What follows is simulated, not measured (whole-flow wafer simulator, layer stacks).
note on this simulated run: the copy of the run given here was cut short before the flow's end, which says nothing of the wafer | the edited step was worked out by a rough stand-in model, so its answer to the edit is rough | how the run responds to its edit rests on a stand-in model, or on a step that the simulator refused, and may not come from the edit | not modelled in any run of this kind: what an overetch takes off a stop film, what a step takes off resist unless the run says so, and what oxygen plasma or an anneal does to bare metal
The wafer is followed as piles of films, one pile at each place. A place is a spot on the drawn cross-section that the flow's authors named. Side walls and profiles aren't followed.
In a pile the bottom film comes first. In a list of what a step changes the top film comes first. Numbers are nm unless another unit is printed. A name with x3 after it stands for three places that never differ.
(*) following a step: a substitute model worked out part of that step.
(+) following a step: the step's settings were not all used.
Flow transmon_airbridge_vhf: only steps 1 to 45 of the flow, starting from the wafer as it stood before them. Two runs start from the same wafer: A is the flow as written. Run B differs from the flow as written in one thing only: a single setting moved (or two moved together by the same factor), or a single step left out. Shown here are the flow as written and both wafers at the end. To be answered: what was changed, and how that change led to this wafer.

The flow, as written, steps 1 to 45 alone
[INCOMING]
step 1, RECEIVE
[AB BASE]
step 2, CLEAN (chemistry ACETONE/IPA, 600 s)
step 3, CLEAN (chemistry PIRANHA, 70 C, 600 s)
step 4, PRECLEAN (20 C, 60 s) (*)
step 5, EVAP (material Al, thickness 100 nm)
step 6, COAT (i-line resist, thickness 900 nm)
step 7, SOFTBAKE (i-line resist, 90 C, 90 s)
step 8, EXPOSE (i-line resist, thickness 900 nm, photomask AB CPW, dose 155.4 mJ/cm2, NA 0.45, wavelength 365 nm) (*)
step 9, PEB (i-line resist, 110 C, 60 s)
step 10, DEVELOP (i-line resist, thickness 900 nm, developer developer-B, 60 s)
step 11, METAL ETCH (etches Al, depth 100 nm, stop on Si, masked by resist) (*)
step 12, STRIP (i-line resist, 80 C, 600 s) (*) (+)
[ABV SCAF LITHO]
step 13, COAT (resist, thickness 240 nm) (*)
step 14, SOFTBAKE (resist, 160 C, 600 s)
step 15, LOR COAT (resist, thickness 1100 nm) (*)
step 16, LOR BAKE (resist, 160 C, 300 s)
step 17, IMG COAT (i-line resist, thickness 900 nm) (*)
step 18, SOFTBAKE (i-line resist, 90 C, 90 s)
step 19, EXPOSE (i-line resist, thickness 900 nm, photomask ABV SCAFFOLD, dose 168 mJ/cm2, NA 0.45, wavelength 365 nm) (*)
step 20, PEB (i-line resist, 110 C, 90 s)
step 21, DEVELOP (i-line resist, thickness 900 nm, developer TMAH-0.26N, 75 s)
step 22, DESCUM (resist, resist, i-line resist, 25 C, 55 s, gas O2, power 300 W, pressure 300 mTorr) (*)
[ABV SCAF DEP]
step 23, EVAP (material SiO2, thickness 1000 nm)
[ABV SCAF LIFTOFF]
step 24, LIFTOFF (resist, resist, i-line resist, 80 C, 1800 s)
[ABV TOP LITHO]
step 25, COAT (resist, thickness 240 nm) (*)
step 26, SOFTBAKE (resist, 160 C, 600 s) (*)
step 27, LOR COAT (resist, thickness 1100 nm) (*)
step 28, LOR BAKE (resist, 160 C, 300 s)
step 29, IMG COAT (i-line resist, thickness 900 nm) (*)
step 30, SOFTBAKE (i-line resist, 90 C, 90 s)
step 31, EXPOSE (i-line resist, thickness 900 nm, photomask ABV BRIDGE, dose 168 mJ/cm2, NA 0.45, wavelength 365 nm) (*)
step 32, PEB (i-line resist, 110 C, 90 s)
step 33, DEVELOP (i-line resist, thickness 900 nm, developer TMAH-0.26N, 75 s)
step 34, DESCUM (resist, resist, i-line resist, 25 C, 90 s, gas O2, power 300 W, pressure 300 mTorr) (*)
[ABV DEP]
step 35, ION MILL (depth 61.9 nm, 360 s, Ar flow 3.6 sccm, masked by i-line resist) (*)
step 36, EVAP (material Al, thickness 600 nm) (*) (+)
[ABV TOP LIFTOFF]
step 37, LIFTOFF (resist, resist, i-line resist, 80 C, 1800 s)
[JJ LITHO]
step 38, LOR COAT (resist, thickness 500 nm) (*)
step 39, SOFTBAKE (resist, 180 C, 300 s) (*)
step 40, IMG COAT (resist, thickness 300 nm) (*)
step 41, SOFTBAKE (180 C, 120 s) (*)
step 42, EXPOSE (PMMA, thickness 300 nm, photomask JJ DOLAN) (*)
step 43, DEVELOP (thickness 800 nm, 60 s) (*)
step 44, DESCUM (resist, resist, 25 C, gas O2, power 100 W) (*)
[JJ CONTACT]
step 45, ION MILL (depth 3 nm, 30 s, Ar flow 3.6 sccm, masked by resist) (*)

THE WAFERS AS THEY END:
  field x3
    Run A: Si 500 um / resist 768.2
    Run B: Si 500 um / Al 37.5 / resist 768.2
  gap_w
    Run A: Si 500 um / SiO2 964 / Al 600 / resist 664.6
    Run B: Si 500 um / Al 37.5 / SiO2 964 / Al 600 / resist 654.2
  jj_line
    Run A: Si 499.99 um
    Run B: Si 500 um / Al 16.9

What caused this: step 11, METAL ETCH: depth 62.5 nm was run, though the flow has depth 100 nm.

How this came from the change, step by step:
  step 11, METAL ETCH (etches Al, depth 100 nm, stop on Si, masked by resist) (*)
      field x3, jj_line, gap_w, gap_e: A Al loses 100 (all of it) | B Al loses 62.5
      ground_far, pad_w, flank_w and 8 more: A i-line resist loses 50 | B i-line resist loses 31.2
  step 12, STRIP (i-line resist, 80 C, 600 s) (*) (+)
      ground_far, pad_w, flank_w and 8 more: A i-line resist loses 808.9 (all of it) | B i-line resist loses 827.7 (all of it)
  step 13, COAT (resist, thickness 240 nm) (*)
      flank_w, flank_e: A resist gains 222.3 (new film) | B resist gains 228.5 (new film)
  step 22, DESCUM (resist, resist, i-line resist, 25 C, 55 s, gas O2, power 300 W, pressure 300 mTorr) (*)
      flank_w, flank_e: A resist loses 222.3 (all of it) | B resist loses 228.5 (all of it)
  step 25, COAT (resist, thickness 240 nm) (*)
      flank_w, flank_e: A resist gains 152.6 (new film) | B resist gains 156.8 (new film)
  step 34, DESCUM (resist, resist, i-line resist, 25 C, 90 s, gas O2, power 300 W, pressure 300 mTorr) (*)
      flank_w, flank_e: A resist loses 152.6 (all of it) | B resist loses 156.8 (all of it)
  step 40, IMG COAT (resist, thickness 300 nm) (*)
      flank_w, flank_e: A resist gains 212.1 | B resist gains 218
  step 45, ION MILL (depth 3 nm, 30 s, Ar flow 3.6 sccm, masked by resist) (*)
      jj_line: A Si loses 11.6 | B Al loses 20.6
If metal films that touch count as one body, field x3 has 1 body; the flow as written gives 0 bodies.
If metal films that touch count as one body, gap_w has 2 bodies (between them, from the top down: SiO2 964); the flow as written gives 1 body.
If metal films that touch count as one body, jj_line has 1 body; the flow as written gives 0 bodies.
